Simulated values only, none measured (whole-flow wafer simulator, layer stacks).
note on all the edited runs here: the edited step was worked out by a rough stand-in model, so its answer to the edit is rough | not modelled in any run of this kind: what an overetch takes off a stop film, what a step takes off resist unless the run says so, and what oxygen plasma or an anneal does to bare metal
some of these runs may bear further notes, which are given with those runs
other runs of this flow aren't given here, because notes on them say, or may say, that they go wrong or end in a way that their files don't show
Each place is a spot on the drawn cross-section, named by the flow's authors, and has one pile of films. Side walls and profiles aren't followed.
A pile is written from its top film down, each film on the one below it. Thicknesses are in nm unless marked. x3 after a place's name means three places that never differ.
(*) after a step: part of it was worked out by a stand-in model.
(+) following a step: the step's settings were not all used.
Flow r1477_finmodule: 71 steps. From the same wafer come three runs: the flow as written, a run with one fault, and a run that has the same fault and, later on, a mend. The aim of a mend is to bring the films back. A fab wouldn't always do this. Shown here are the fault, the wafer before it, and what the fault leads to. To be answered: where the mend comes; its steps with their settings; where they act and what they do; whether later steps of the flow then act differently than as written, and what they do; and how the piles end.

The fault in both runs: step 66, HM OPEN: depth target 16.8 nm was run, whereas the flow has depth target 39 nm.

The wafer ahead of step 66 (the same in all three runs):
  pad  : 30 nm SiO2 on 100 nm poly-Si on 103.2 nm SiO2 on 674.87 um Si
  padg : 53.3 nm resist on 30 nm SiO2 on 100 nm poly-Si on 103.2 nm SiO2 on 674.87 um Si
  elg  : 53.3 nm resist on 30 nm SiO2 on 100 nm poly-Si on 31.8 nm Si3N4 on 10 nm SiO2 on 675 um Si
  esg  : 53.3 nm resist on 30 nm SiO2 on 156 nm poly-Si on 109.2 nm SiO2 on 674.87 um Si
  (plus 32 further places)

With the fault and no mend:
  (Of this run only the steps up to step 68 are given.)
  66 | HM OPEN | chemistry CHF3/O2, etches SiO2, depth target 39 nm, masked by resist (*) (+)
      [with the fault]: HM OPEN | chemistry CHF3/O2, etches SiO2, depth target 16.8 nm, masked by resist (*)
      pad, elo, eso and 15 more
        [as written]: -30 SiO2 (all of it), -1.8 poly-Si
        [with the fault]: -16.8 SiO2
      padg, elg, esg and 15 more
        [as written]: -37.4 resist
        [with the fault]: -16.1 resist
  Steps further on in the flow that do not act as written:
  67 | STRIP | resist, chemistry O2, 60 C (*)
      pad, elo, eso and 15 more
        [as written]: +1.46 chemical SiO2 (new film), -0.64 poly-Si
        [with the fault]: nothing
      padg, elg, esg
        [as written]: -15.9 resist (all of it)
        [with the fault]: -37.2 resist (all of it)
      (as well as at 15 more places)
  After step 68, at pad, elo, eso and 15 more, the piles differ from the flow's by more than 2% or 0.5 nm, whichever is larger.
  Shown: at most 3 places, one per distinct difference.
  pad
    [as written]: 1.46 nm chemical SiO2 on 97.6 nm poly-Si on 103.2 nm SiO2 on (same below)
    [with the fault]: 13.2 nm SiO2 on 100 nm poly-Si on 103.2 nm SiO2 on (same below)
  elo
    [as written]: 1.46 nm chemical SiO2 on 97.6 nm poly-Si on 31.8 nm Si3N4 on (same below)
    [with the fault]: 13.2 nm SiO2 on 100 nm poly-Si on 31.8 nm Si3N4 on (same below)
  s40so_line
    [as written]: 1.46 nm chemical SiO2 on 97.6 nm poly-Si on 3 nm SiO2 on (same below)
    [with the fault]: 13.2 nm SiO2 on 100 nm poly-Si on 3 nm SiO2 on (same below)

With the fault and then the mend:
  The mend stands after step 67.
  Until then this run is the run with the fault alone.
  67a | DEHYDRATE | 150 C, 120 s (the flow's step 59, run once more)
      leaves every film unchanged at each place that is followed
  67b | COAT | resist, thickness 70 nm (*) (the flow's step 60, run once more)
      e40lg, e100lg, e200lg, elo, e40lo, e100lo, e200lo
        +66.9 resist (new film)
      s40sg, s45sg, s40so, s45so
        +91 resist (new film)
      s40sg_line, s45sg_line, s40so_line, s45so_line
        +68.5 resist (new film)
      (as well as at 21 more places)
  67c | SOFTBAKE | 180 C, 180 s (*) (the flow's step 61, run once more)
      leaves every film unchanged at each place that is followed
  67d | EXPOSE | resist, photomask GATE (the flow's step 62, run once more)
      leaves every film unchanged at each place that is followed
  67e | DEVELOP (*) (the flow's step 63, run once more)
      elo, e40lo, e100lo, e200lo
        -66.9 resist (all of it)
      eso, e40so
        -129.5 resist (all of it)
      s40so, s45so
        -91 resist (all of it)
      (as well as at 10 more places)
  67f | DESCUM | chemistry O2, 20 C, 10 s (*) (the flow's step 65, run once more)
      padg, elg, esg and 15 more
        -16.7 resist
  67g | HM OPEN | chemistry CHF3/O2, etches SiO2, depth target 22.2 nm, masked by resist (*) (+) (the flow's step 66, run once more with other settings)
      pad, elo, eso and 15 more
        -13.2 SiO2 (all of it), -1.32 poly-Si
      padg, elg, esg and 15 more
        -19 resist
  67h | STRIP | resist, chemistry O2, 60 C (*) (the flow's step 67, run once more)
      pad, elo, eso and 15 more
        +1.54 chemical SiO2 (new film), -0.68 poly-Si
      e40lg, e100lg, e200lg
        -31.2 resist (all of it)
      elg, esg
        -34.3 resist (all of it)
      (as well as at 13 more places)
  Later steps of the flow that are run all act as written at every place that is followed, up to a difference of at most 2% or 0.5 nm, whichever is larger.
  When the end is reached, the piles differ only a little from the flow's at the places that both follow, at most by 2% or 0.5 nm, whichever is larger.
